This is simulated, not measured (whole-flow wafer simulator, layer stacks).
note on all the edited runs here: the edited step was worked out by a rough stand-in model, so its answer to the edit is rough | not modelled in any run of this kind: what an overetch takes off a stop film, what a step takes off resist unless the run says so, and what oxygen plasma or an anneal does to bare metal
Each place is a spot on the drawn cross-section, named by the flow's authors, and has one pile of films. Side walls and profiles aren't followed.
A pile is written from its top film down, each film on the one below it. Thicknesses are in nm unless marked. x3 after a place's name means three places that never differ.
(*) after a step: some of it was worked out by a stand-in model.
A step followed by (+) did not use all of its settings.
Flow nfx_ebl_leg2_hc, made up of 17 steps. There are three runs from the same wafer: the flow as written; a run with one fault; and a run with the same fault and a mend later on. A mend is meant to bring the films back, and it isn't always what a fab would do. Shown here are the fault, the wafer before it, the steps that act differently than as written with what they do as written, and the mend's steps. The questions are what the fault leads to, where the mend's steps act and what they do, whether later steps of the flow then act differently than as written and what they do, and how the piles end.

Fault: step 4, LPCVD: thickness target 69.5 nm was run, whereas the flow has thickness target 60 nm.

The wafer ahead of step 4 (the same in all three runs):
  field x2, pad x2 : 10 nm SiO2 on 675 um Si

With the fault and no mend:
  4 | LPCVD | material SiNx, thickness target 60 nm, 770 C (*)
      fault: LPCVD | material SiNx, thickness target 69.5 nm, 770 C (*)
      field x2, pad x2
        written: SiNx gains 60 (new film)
        fault: SiNx gains 69.5 (new film)
  Later steps of the flow acting differently than as written:
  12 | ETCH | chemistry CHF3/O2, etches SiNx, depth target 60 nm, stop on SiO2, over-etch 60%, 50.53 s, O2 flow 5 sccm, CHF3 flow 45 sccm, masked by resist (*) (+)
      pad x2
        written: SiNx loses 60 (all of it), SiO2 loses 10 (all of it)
        fault: SiNx loses 69.5 (all of it), SiO2 loses 10 (all of it)
  The piles end different from the flow's at field x2 by more than 2% or 0.5 nm, whichever is larger.
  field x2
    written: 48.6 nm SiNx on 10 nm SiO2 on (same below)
    fault: 58.1 nm SiNx on 10 nm SiO2 on (same below)

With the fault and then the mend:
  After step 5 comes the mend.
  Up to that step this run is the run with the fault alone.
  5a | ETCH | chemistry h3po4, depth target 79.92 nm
      field x2, pad x2
        SiNx loses 69.5 (all of it)
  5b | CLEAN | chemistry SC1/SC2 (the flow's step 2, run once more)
      does not change any film at any place that is followed
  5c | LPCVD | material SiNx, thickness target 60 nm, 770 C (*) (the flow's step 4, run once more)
      field x2, pad x2
        SiNx gains 60 (new film)
  Later steps of the flow that are run all act as written at every place that is followed.
  At every place that both follow, the piles at the end match the flow's.
